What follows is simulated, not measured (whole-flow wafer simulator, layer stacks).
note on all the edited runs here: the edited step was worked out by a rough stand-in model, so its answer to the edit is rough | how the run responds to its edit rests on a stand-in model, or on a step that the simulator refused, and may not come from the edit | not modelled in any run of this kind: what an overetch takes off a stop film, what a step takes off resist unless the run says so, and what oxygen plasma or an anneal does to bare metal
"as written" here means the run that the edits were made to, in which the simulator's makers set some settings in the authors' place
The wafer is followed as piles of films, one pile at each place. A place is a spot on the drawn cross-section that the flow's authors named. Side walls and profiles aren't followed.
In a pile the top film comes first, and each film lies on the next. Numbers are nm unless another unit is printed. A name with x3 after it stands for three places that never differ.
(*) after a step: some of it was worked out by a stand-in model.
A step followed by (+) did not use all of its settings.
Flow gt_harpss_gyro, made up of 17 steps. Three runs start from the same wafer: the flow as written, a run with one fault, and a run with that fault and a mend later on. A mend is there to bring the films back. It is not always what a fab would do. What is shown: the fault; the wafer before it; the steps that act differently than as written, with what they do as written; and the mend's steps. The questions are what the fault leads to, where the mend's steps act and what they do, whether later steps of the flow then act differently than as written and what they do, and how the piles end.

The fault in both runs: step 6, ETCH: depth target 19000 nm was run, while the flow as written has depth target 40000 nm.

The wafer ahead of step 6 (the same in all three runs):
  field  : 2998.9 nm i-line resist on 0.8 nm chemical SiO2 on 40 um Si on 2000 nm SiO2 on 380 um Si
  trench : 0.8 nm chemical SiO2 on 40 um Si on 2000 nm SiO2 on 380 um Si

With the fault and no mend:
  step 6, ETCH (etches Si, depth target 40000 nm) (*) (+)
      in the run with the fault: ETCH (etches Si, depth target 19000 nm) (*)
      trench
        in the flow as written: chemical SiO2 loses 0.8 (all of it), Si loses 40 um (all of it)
        in the run with the fault: chemical SiO2 loses 0.8 (all of it), Si loses 19 um
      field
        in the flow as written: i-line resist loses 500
        in the run with the fault: i-line resist loses 237.5
  Later steps of the flow acting differently than as written (2 more steps, not shown, differ only slightly: by at most 2% or 0.5 nm, whichever is larger):
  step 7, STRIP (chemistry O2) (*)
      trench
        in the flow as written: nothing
        in the run with the fault: chemical SiO2 gains 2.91 (new film), Si loses 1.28
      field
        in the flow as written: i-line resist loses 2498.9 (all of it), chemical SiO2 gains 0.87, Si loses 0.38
        in the run with the fault: i-line resist loses 2761.4 (all of it), chemical SiO2 gains 0.9, Si loses 0.4
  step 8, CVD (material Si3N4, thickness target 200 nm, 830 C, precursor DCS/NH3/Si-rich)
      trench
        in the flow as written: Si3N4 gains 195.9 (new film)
        in the run with the fault: Si3N4 gains 200 (new film)
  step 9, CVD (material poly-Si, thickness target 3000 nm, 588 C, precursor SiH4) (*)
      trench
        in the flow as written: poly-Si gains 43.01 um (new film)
        in the run with the fault: poly-Si gains 22 um (new film)
  By the end, the piles at trench depart from the flow's by more than 2% or 0.5 nm, whichever is larger.
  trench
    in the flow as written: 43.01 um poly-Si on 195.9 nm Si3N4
    in the run with the fault: 22 um poly-Si on 200 nm Si3N4 on 2.91 nm chemical SiO2 on 21 um Si

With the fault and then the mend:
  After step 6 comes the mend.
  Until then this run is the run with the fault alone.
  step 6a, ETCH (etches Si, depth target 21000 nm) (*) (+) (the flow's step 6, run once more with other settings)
      field
        i-line resist loses 262.5
      trench
        Si loses 21 um (all of it)
  None of the later steps of the flow acts differently than as written at any place that is followed.
  By the end, the piles equal the flow's at every place that both follow.
